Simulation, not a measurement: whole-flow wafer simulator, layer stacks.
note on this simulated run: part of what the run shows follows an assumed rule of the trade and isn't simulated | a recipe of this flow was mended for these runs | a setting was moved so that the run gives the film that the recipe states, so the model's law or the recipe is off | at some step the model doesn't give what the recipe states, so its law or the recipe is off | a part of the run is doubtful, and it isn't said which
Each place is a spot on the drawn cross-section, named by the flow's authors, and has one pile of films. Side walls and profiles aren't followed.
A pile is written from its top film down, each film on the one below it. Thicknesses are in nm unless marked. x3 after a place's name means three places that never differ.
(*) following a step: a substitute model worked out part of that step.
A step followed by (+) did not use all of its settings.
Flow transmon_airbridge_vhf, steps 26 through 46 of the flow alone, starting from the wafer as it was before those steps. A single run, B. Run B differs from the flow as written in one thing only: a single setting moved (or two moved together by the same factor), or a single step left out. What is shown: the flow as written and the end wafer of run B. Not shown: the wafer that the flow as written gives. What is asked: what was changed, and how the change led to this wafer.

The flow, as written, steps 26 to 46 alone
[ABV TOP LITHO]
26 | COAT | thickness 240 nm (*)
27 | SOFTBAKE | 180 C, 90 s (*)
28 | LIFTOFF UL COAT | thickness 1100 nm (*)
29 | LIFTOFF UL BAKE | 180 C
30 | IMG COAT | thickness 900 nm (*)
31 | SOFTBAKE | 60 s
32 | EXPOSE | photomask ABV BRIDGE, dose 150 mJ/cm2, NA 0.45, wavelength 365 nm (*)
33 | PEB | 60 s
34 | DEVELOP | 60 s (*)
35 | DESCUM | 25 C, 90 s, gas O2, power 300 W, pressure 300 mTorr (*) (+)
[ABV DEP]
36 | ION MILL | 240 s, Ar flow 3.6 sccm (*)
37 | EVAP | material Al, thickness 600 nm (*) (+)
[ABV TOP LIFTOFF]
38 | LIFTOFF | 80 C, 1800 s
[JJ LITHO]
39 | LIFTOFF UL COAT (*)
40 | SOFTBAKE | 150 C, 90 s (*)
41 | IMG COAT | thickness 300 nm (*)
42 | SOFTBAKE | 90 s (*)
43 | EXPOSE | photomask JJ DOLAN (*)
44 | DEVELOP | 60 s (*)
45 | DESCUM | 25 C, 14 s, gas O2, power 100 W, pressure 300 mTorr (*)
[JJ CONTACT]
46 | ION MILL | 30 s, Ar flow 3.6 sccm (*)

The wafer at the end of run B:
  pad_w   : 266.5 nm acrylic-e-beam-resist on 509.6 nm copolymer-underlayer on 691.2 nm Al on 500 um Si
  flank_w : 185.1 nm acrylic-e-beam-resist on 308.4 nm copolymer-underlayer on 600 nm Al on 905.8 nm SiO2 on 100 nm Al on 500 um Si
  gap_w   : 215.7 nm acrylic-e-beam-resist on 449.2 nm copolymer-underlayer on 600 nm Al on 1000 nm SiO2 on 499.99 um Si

The reason: step 36, ION MILL: 240 s, Ar flow 3.6 sccm (*), was not run.

Step by step, how the change led to this:
  38 | LIFTOFF | 80 C, 1800 s
      field x3, jj_line, trace_open_s x2: Al loses 600 (all of it), i-line-resist loses 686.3 (all of it), lift-off-underlayer loses 1100 (all of it), acrylic-e-beam-resist loses 240 (all of it) (as written it would have been: Al loses 600 (all of it), i-line-resist loses 659.8 (all of it), lift-off-underlayer loses 1100 (all of it), acrylic-e-beam-resist loses 240 (all of it))
      margin_s, margin_n: Al loses 600 (all of it), i-line-resist loses 404.7 (all of it), lift-off-underlayer loses 823.4 (all of it), acrylic-e-beam-resist loses 168.6 (all of it) (as written it would have been: Al loses 600 (all of it), i-line-resist loses 378.2 (all of it), lift-off-underlayer loses 823.4 (all of it), acrylic-e-beam-resist loses 168.6 (all of it))
      (as well as at 1 more place)
